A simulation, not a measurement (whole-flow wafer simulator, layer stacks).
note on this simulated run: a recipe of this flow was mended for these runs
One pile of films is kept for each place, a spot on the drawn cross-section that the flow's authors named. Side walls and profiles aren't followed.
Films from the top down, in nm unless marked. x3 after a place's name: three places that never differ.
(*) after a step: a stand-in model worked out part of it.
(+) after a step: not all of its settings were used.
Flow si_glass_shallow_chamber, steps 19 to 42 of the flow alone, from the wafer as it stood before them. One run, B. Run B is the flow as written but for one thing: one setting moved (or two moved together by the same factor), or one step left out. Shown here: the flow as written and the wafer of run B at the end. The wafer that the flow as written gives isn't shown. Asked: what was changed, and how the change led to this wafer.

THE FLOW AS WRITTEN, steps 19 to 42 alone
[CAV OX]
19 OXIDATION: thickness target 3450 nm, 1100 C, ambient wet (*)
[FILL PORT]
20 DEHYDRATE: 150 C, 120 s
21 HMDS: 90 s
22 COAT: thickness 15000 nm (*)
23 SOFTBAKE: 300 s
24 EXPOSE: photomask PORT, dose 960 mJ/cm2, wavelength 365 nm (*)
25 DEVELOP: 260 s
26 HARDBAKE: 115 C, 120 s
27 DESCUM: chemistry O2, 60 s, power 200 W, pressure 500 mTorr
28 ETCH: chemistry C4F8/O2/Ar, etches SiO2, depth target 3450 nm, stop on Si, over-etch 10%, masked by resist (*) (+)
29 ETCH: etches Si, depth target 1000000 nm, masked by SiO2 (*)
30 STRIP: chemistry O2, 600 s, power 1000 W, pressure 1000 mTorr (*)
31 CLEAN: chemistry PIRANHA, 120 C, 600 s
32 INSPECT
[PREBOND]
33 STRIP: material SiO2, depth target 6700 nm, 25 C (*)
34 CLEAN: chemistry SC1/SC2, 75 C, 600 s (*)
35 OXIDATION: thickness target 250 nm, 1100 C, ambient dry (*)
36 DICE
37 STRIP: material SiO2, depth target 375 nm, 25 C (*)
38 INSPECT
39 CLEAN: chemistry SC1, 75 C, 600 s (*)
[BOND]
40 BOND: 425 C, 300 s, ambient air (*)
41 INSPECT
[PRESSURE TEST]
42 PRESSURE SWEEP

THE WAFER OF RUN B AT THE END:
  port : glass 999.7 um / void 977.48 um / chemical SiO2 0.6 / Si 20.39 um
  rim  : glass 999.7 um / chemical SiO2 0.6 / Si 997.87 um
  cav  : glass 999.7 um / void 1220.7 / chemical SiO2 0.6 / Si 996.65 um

The cause: step 19, OXIDATION: thickness target 4174 nm was run, where the flow has thickness target 3450 nm.

How the change led to this, step by step:
  19 OXIDATION: thickness target 3450 nm, 1100 C, ambient wet (*)
      rim, ramp, septum, ring: SiO2 +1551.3, Si -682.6 (as written it would be: SiO2 +1110.9, Si -488.8)
      cav, port: SiO2 +4174 (new film), chemical SiO2 -0.6 (all of it), Si -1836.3 (as written it would be: SiO2 +3450 (new film), chemical SiO2 -0.6 (all of it), Si -1517.7)
  22 COAT: thickness 15000 nm (*)
      rim: thick-i-line-resist +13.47 um (new film) (as written it would be: thick-i-line-resist +13.4 um (new film))
      ramp: thick-i-line-resist +12.98 um (new film) (as written it would be: thick-i-line-resist +12.89 um (new film))
      (and at 3 more places)
  23 SOFTBAKE: 300 s
      rim: thick-i-line-resist -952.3 (as written it would be: thick-i-line-resist -997)
      ramp: thick-i-line-resist -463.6 (as written it would be: thick-i-line-resist -487.1)
      (and at 4 more places)
  25 DEVELOP: 260 s
      port: thick-i-line-resist -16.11 um (all of it) (as written it would be: thick-i-line-resist -16.16 um (all of it))
  28 ETCH: chemistry C4F8/O2/Ar, etches SiO2, depth target 3450 nm, stop on Si, over-etch 10%, masked by resist (*) (+)
      port: SiO2 -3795 (as written it would be: SiO2 -3450 (all of it), Si -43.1)
  29 ETCH: etches Si, depth target 1000000 nm, masked by SiO2 (*)
      port: SiO2 -379 (all of it), Si -976.26 um (as written it would be: hole +997.05 um (new film), Si -997.05 um (all of it))
      rim, ramp: thick-i-line-resist -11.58 um (all of it), SiO2 -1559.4 (as written it would be: thick-i-line-resist -11.47 um (all of it), SiO2 -1617.3)
      (and at 2 more places)
  30 STRIP: chemistry O2, 600 s, power 1000 W, pressure 1000 mTorr (*)
      port: chemical SiO2 +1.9 (new film), Si -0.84 (as written it would be: nothing)
      cav: thick-i-line-resist -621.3 (all of it) (as written it would be: thick-i-line-resist -669.6 (all of it))
  33 STRIP: material SiO2, depth target 6700 nm, 25 C (*)
      port: chemical SiO2 -1.9 (all of it) (as written it would be: nothing)
      rim, ramp: SiO2 -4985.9 (all of it) (as written it would be: SiO2 -4487.5 (all of it))
      (and at 3 more places)
  34 CLEAN: chemistry SC1/SC2, 75 C, 600 s (*)
      port: chemical SiO2 +0.6 (new film), Si -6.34 (as written it would be: nothing)
  35 OXIDATION: thickness target 250 nm, 1100 C, ambient dry (*)
      port: SiO2 +250 (new film), chemical SiO2 -0.6 (all of it), Si -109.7 (as written it would be: nothing)
  37 STRIP: material SiO2, depth target 375 nm, 25 C (*)
      port: SiO2 -250 (all of it) (as written it would be: nothing)
  39 CLEAN: chemistry SC1, 75 C, 600 s (*)
      port: chemical SiO2 +0.6 (new film), Si -6.34 (as written it would be: nothing)
  40 BOND: 425 C, 300 s, ambient air (*)
      port: glass +999.7 um (new film), void +977.48 um (new film) (as written it would be: glass +999.7 um (new film), hole +1017.3)
      cav: glass +999.7 um (new film), void +1220.7 (new film) (as written it would be: glass +999.7 um (new film), void +1095.9 (new film))
